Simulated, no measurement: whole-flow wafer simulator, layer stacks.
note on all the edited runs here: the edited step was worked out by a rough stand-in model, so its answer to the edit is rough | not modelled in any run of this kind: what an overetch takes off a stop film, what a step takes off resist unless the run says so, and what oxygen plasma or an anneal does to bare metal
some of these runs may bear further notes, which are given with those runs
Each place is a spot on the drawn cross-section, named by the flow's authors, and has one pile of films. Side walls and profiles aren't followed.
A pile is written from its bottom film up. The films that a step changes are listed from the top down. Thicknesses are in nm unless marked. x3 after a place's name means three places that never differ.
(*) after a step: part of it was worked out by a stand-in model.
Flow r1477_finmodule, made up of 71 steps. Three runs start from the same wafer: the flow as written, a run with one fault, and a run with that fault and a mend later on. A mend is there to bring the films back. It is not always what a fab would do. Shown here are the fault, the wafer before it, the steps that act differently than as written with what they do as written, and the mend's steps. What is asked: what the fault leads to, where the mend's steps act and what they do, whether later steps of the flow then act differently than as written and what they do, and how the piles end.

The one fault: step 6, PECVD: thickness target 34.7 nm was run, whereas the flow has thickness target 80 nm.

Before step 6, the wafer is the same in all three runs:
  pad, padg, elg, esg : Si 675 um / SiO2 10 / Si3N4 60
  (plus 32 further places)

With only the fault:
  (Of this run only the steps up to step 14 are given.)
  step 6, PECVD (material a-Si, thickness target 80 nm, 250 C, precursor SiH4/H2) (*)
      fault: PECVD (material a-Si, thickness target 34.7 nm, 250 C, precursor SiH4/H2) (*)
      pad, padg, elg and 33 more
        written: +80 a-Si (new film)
        fault: +34.7 a-Si (new film)
  Later steps of the flow up to step 14 that are run all act as written at every place that is followed.
  The piles after step 14 differ from the flow's at pad, padg, elg and 33 more by more than 2% or 0.5 nm, whichever is larger.
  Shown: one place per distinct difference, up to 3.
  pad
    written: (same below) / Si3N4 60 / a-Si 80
    fault: (same below) / Si3N4 60 / a-Si 34.7
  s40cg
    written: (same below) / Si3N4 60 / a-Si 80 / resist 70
    fault: (same below) / Si3N4 60 / a-Si 34.7 / resist 70

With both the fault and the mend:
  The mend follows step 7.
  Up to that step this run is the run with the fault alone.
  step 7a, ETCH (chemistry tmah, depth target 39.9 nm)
      pad, padg, elg and 33 more
        -34.7 a-Si (all of it)
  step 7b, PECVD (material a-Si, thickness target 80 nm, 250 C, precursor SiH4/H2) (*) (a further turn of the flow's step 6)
      pad, padg, elg and 33 more
        +80 a-Si (new film)
  Later steps of the flow that are run all act as written at every place that is followed.
  By the end, the piles equal the flow's at every place that both follow.
